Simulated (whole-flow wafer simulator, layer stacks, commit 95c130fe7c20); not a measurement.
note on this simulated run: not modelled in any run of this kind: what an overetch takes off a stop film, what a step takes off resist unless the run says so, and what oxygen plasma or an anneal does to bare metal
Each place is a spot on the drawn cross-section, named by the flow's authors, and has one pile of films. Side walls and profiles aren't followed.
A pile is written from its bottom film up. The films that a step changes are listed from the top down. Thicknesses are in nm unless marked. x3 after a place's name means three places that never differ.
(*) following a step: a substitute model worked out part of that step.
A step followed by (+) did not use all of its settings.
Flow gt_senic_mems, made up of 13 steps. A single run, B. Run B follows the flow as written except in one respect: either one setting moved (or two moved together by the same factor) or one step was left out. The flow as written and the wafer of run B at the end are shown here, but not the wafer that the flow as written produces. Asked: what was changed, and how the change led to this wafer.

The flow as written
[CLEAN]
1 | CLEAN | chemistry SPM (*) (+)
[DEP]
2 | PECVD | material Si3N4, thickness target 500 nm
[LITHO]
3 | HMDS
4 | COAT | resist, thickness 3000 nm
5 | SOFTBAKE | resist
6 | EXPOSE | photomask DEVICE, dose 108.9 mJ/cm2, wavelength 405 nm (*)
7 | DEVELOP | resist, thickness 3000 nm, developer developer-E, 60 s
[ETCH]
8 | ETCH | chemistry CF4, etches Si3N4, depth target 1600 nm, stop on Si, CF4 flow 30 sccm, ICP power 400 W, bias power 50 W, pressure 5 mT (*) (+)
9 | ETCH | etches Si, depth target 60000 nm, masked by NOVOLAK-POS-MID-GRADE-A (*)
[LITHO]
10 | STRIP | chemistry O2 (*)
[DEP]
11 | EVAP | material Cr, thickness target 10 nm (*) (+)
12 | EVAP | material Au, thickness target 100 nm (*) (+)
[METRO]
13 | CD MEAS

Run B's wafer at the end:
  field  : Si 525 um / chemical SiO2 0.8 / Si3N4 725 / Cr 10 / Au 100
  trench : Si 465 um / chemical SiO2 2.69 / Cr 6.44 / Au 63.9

The reason: step 2, PECVD: thickness target 725 nm was run, whereas the flow has thickness target 500 nm.
The wafer lets one read it off: field has Si3N4 725, and step 2 as written asks for 500 nm.

How this came from the change, step by step:
  2 | PECVD | material Si3N4, thickness target 500 nm
      field, trench: Si3N4 gains 725 (new film) (it would be, as written: Si3N4 gains 500 (new film))
  8 | ETCH | chemistry CF4, etches Si3N4, depth target 1600 nm, stop on Si, CF4 flow 30 sccm, ICP power 400 W, bias power 50 W, pressure 5 mT (*) (+)
      field: resist loses 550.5 (it would be, as written: resist loses 400.5)
      trench: Si3N4 loses 725 (all of it), chemical SiO2 loses 0.8 (all of it) (it would be, as written: Si3N4 loses 500 (all of it), chemical SiO2 loses 0.8 (all of it))
  10 | STRIP | chemistry O2 (*)
      field: resist loses 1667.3 (all of it) (it would be, as written: resist loses 1817.3 (all of it))
